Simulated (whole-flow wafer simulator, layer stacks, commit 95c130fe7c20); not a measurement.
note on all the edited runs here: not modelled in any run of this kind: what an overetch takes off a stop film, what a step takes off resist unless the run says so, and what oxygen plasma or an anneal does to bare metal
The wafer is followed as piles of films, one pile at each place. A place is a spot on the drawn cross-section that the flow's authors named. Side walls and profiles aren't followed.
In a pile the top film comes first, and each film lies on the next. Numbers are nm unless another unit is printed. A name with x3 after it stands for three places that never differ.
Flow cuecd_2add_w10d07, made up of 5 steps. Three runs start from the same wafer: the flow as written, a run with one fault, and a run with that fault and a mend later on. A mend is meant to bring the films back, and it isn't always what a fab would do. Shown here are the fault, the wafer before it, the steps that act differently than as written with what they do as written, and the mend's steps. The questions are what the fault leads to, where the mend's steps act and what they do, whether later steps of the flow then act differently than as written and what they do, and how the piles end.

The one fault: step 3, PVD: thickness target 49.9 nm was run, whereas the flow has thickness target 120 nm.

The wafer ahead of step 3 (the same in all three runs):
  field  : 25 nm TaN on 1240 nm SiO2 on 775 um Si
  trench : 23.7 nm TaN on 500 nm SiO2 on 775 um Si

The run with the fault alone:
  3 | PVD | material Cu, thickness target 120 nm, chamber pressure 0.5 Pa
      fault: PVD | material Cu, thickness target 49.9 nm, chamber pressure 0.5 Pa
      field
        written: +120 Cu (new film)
        fault: +49.9 Cu (new film)
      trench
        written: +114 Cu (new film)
        fault: +47.3 Cu (new film)
  Later steps of the flow that are run all act as written at every place that is followed.
  By the end, the piles at field, trench depart from the flow's by more than 2% or 0.5 nm, whichever is larger.
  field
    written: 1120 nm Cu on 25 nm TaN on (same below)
    fault: 1049.9 nm Cu on 25 nm TaN on (same below)
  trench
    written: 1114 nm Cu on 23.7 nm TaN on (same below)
    fault: 1047.3 nm Cu on 23.7 nm TaN on (same below)

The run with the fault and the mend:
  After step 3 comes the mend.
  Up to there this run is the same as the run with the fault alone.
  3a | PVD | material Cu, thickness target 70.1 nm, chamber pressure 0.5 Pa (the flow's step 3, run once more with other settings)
      field
        +70.1 Cu
      trench
        +66.5 Cu
  Later steps of the flow that are run all act as written at every place that is followed.
  When the end is reached, the piles differ only a little from the flow's at the places that both follow, at most by 2% or 0.5 nm, whichever is larger.
